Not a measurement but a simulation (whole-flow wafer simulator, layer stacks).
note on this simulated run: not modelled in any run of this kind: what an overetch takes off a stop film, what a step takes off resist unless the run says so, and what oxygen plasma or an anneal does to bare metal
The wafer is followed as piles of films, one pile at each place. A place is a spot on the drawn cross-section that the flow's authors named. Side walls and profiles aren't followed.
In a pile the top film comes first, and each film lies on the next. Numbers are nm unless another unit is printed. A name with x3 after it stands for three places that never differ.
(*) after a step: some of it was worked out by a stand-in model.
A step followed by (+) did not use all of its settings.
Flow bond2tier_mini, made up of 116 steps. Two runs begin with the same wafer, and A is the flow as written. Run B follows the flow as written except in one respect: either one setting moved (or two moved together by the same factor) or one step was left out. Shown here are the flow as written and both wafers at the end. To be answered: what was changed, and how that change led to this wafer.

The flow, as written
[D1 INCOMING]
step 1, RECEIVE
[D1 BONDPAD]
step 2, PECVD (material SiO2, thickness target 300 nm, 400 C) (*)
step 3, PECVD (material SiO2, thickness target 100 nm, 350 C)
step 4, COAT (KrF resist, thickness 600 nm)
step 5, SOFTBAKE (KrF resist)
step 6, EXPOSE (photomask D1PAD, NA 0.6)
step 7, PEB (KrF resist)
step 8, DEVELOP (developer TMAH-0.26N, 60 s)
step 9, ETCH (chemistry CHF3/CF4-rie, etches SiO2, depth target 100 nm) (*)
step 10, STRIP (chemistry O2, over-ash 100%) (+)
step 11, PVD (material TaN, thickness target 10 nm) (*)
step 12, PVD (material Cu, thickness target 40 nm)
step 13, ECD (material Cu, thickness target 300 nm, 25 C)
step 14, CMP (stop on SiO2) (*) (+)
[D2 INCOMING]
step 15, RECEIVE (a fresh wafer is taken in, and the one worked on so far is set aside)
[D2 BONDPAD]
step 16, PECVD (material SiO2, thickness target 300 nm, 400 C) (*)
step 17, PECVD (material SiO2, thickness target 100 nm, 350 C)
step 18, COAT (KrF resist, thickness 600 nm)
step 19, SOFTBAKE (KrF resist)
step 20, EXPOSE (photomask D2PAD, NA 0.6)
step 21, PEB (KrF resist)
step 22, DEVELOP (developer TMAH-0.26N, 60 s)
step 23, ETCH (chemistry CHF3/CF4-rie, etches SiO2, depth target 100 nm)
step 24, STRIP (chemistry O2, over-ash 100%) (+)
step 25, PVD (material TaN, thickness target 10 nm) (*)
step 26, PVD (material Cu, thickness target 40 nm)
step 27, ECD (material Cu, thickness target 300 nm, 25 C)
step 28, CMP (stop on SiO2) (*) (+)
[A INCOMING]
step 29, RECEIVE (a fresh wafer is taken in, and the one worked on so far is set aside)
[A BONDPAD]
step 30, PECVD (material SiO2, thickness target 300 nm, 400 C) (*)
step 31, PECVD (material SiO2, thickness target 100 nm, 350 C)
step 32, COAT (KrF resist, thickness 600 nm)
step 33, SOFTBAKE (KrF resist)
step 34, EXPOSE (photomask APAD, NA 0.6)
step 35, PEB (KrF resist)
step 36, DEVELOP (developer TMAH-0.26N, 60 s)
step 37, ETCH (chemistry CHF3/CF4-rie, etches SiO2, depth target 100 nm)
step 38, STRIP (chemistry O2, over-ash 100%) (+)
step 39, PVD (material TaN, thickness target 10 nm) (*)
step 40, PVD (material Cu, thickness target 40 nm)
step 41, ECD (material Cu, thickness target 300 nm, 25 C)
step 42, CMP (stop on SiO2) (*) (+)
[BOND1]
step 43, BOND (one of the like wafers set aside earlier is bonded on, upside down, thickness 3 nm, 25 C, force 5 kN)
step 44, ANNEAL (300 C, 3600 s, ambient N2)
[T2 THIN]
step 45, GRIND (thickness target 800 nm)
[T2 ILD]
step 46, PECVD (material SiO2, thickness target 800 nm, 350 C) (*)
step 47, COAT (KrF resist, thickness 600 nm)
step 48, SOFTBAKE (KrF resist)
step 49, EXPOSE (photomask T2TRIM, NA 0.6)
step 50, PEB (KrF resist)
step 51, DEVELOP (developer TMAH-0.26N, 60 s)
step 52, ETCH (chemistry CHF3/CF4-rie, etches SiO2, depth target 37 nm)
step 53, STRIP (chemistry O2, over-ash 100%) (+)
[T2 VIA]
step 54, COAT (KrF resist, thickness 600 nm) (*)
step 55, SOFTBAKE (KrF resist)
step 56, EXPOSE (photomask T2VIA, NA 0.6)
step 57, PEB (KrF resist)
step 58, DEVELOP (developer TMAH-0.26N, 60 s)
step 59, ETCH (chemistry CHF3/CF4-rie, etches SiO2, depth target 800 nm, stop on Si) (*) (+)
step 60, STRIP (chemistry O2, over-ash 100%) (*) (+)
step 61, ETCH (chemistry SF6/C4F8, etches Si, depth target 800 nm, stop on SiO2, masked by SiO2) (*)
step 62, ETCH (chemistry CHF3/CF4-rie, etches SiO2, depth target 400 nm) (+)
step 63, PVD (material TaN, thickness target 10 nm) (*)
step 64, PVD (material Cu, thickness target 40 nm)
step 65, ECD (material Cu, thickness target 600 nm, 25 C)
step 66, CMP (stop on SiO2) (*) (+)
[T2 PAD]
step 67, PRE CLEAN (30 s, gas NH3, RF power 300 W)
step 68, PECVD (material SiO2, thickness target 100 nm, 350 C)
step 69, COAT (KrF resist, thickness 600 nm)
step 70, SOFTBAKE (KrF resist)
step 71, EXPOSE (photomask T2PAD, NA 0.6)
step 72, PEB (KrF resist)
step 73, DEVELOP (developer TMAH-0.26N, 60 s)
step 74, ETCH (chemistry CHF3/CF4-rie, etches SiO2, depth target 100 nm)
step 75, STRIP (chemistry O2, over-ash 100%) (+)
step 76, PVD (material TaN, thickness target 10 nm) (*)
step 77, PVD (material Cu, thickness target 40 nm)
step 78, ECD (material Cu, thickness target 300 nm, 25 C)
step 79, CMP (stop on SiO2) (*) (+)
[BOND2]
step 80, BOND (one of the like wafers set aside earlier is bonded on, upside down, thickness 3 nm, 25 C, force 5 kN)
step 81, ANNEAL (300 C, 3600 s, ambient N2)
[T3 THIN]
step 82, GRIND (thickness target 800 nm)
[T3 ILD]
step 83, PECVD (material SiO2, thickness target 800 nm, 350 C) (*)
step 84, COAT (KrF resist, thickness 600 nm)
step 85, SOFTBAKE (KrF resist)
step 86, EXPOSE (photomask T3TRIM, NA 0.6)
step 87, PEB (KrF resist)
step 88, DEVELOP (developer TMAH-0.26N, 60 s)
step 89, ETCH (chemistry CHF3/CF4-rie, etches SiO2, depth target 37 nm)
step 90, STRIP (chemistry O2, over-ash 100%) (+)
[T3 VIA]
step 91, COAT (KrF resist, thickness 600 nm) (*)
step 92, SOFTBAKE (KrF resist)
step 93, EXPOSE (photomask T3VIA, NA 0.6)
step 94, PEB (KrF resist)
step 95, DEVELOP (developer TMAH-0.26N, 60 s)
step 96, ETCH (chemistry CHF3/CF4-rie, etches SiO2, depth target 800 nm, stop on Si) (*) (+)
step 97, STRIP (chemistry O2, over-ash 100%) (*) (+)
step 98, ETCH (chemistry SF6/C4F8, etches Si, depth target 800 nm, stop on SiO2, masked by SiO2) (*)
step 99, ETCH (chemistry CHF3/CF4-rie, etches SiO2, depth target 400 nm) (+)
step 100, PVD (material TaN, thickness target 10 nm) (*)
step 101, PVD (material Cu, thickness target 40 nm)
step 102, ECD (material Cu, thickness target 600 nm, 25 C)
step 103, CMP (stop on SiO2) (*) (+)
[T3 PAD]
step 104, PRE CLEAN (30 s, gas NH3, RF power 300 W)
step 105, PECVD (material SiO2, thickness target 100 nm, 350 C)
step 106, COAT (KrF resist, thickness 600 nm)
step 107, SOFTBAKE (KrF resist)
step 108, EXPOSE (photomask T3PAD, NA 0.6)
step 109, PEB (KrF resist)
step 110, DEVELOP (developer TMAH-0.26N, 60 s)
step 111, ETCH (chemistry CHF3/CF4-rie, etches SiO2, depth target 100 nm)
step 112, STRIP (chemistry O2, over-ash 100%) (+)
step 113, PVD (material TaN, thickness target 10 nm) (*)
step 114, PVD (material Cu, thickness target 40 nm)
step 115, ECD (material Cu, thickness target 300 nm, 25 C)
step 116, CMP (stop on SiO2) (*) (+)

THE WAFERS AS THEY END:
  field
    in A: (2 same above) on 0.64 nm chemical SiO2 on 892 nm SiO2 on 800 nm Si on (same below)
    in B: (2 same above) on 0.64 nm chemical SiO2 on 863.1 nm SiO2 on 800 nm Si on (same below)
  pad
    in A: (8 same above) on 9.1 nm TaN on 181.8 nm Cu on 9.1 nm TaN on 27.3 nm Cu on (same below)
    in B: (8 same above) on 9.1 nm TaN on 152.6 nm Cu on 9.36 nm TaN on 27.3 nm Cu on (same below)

What caused this: step 68, PECVD: thickness target 71.1 nm was run, while the flow as written has thickness target 100 nm; step 74, ETCH: depth target 71.1 nm was run, where the flow has depth target 100 nm.

The path from the change to this, step by step:
  step 68, PECVD (material SiO2, thickness target 100 nm, 350 C)
      field: A SiO2 gains 100 | B SiO2 gains 71.1
      pad: A SiO2 gains 100 (new film) | B SiO2 gains 71.1 (new film)
  step 74, ETCH (chemistry CHF3/CF4-rie, etches SiO2, depth target 100 nm)
      field: A KrF resist loses 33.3 | B KrF resist loses 23.7
      pad: A SiO2 loses 100 (all of it) | B SiO2 loses 71.1 (all of it)
  step 77, PVD (material Cu, thickness target 40 nm)
      pad: A Cu gains 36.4 (new film) | B Cu gains 37.4 (new film)
  step 78, ECD (material Cu, thickness target 300 nm, 25 C)
      pad: A Cu gains 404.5 | B Cu gains 374.3
